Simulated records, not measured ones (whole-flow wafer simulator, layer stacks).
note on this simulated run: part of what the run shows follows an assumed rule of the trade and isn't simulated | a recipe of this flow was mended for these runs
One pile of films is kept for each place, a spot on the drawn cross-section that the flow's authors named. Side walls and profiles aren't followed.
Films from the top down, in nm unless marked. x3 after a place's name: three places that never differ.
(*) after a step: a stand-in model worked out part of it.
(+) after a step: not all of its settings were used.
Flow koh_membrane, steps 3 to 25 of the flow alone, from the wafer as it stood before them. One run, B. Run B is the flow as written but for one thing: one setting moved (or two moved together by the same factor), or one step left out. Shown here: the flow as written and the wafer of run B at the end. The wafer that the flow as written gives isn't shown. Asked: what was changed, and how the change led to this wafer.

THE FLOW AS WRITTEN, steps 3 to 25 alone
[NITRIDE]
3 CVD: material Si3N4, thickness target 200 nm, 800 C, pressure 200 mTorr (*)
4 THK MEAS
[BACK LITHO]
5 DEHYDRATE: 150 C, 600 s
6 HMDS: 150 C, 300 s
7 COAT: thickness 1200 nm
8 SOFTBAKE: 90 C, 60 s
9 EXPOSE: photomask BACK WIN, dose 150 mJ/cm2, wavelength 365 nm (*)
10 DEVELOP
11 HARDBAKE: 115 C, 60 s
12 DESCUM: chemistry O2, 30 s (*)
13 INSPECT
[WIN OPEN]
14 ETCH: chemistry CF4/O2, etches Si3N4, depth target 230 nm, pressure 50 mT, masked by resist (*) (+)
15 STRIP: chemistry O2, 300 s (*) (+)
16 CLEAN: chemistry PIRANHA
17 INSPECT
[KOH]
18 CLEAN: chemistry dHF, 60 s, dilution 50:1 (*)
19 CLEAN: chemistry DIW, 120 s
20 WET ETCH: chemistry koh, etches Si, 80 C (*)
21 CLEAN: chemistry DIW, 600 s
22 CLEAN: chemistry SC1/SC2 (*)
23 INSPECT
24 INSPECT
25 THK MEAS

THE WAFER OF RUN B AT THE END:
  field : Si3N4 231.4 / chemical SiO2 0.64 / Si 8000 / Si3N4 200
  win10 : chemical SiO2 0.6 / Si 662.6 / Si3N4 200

The cause: step 3, CVD: thickness target 233 nm was run, where the flow has thickness target 200 nm.

How the change led to this, step by step:
  3 CVD: material Si3N4, thickness target 200 nm, 800 C, pressure 200 mTorr (*)
      field, win20 x4, win10: Si3N4 +233 (new film) (as written it would be: Si3N4 +200 (new film))
  14 ETCH: chemistry CF4/O2, etches Si3N4, depth target 230 nm, pressure 50 mT, masked by resist (*) (+)
      win20 x4, win10: Si3N4 -230 (as written it would be: Si3N4 -200 (all of it), chemical SiO2 -0.64 (all of it), Si -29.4)
  15 STRIP: chemistry O2, 300 s (*) (+)
      win20 x4, win10: nothing (as written it would be: chemical SiO2 +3 (new film), Si -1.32)
  18 CLEAN: chemistry dHF, 60 s, dilution 50:1 (*)
      win20 x4, win10: Si3N4 -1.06 (as written it would be: chemical SiO2 -3 (all of it))
  20 WET ETCH: chemistry koh, etches Si, 80 C (*)
      win20 x4: Si3N4 -1.94 (all of it), chemical SiO2 -0.64 (all of it), Si -8000 (all of it) (as written it would be: Si -7969.3 (all of it))
      win10: Si3N4 -1.94 (all of it), chemical SiO2 -0.64 (all of it), Si -7337.2 (as written it would be: Si -7337.9)
